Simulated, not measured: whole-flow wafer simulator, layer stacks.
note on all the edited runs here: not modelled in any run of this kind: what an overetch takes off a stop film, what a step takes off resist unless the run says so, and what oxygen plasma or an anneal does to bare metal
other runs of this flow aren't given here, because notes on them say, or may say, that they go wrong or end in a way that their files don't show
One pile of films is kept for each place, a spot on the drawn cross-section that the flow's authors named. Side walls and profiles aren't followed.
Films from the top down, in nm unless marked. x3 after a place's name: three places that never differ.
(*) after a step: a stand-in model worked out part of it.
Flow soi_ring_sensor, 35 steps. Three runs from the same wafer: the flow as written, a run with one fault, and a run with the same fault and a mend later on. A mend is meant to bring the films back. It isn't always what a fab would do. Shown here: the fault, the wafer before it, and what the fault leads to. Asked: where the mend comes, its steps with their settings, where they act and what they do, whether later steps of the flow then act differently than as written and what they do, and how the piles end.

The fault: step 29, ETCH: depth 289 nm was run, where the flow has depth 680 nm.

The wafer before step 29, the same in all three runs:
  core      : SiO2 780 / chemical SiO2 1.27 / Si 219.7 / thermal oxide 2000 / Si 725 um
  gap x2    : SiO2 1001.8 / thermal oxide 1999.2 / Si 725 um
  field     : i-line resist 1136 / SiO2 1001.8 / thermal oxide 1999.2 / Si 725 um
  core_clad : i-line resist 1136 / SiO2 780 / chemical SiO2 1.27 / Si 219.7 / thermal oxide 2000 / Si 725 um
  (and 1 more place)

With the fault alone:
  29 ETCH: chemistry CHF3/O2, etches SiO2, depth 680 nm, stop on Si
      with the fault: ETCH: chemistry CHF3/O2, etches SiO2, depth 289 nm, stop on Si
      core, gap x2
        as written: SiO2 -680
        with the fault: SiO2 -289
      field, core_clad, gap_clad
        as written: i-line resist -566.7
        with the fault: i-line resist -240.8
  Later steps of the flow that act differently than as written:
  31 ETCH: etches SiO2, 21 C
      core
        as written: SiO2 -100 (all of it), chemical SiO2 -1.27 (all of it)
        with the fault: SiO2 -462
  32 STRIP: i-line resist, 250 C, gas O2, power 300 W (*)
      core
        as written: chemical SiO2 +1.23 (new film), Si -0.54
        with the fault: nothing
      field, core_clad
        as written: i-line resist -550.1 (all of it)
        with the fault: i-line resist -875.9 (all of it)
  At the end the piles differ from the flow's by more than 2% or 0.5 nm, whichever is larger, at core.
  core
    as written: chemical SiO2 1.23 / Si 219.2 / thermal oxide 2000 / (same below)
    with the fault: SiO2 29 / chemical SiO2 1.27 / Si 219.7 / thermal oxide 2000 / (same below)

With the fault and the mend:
  The mend comes after step 29.
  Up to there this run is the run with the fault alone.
  29a ETCH: chemistry CHF3/O2, etches SiO2, depth 391 nm, stop on Si (the flow's step 29 once more, with other settings)
      core, gap x2
        SiO2 -391
      field, core_clad, gap_clad
        i-line resist -325.8
  No later step of the flow acts differently than as written at any place that is followed.
  At the end the piles are the same as the flow's at every place that both follow.
